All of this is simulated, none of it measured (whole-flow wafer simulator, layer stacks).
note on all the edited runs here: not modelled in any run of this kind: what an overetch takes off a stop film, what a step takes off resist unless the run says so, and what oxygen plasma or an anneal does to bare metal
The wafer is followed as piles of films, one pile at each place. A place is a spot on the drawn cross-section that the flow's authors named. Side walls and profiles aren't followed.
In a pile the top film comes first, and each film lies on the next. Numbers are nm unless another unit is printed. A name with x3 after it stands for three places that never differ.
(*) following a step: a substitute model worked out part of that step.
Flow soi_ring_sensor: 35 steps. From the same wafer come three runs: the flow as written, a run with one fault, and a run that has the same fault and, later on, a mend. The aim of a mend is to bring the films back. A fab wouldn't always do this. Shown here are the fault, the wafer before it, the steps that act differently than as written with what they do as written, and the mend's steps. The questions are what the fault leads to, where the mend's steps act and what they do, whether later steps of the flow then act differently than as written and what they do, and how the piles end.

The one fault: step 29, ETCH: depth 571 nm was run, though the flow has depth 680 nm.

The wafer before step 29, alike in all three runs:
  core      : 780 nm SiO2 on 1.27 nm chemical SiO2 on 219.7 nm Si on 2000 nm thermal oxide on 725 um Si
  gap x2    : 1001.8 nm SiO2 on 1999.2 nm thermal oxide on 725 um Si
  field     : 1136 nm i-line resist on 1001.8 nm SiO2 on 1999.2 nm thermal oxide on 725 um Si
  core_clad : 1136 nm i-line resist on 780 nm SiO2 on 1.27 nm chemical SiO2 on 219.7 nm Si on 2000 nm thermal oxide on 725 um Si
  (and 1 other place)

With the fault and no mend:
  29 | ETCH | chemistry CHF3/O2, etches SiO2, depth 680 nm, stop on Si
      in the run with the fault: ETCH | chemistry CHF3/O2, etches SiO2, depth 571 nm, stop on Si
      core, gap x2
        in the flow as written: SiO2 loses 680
        in the run with the fault: SiO2 loses 571
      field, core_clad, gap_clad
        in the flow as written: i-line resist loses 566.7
        in the run with the fault: i-line resist loses 475.8
  Steps later in the flow that act otherwise than as written:
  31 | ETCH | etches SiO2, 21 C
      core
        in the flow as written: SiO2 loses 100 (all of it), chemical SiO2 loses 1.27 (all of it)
        in the run with the fault: SiO2 loses 209 (all of it), chemical SiO2 loses 1.27 (all of it)
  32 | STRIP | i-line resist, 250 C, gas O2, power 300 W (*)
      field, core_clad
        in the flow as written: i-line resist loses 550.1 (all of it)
        in the run with the fault: i-line resist loses 640.9 (all of it)
  The piles end only slightly different from the flow's at the places that both follow, by no more than 2% or 0.5 nm, whichever is larger.

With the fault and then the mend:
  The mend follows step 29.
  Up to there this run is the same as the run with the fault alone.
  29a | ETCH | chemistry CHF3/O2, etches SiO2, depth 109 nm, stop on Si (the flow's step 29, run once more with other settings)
      core, gap x2
        SiO2 loses 109
      field, core_clad, gap_clad
        i-line resist loses 90.8
  Every later step of the flow that is run acts as written at every place that is followed.
  The piles end the same as the flow's at every place that both follow.
